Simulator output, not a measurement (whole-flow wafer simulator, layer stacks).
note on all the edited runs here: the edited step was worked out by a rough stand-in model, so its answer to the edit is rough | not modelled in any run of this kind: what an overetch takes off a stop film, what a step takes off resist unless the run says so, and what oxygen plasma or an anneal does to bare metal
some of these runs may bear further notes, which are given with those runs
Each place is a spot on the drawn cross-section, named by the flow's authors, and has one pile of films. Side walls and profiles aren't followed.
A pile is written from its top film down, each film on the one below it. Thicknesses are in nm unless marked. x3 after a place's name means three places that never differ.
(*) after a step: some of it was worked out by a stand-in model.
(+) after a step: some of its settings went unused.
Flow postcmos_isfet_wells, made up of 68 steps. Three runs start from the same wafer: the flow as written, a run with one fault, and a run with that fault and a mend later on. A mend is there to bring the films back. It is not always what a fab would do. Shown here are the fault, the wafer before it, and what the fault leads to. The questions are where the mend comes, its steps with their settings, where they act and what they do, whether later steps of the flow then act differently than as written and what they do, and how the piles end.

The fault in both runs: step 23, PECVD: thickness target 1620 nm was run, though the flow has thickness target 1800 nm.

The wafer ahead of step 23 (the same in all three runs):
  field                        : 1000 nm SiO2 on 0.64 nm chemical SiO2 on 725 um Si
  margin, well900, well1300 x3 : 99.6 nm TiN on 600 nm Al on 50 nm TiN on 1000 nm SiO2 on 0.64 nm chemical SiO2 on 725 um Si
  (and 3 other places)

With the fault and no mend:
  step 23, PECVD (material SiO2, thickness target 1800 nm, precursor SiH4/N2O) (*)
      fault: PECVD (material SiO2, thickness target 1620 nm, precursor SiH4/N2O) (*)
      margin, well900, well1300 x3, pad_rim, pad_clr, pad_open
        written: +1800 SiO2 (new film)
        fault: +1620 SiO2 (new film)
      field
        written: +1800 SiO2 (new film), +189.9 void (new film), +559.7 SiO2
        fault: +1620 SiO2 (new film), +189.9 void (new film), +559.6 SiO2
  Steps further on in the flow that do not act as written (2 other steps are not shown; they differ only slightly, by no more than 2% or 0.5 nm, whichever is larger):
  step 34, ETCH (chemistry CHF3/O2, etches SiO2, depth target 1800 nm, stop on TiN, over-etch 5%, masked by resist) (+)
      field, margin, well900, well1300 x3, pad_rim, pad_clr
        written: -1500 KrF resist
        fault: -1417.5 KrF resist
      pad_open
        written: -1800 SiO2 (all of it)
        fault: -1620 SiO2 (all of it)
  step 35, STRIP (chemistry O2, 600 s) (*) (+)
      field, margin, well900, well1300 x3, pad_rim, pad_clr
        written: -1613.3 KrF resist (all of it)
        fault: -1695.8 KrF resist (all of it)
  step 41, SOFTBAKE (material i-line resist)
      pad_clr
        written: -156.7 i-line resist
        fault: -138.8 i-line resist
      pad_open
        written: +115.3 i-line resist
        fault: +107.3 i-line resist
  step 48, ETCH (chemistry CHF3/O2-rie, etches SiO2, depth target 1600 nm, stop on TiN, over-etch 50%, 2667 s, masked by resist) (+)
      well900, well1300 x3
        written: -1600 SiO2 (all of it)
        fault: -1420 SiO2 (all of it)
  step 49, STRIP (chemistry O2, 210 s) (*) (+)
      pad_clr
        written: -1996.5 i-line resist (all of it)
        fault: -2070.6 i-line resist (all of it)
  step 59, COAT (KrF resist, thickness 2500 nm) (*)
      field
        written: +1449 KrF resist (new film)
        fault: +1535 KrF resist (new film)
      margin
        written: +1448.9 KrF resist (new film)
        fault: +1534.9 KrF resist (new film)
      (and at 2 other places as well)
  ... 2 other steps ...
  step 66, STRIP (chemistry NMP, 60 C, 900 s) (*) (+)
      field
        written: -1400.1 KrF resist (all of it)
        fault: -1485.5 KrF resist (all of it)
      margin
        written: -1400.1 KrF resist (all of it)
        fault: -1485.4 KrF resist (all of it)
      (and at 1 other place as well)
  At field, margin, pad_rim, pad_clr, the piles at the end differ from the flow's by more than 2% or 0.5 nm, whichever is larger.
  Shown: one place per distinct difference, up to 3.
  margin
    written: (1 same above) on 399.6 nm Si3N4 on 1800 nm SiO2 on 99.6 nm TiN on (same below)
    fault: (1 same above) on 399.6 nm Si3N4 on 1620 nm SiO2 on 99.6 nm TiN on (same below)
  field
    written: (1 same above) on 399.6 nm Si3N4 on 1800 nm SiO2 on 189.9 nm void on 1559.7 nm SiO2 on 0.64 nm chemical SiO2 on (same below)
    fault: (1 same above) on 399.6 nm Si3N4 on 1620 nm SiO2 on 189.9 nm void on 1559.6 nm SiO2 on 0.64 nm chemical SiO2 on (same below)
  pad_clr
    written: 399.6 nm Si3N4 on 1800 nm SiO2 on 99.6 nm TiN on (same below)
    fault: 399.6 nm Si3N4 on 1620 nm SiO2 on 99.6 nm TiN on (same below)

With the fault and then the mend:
  The mend stands after step 23.
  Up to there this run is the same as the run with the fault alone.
  step 23a, PECVD (material SiO2, thickness target 180 nm, precursor SiH4/N2O) (*) (the flow's step 23, run once more with other settings)
      field, margin, well900, well1300 x3, pad_rim, pad_clr, pad_open
        +180 SiO2
  Every later step of the flow that is run acts as written at every place that is followed.
  At the end the piles are close to the flow's at the places that both follow, differing by at most 2% or 0.5 nm, whichever is larger.
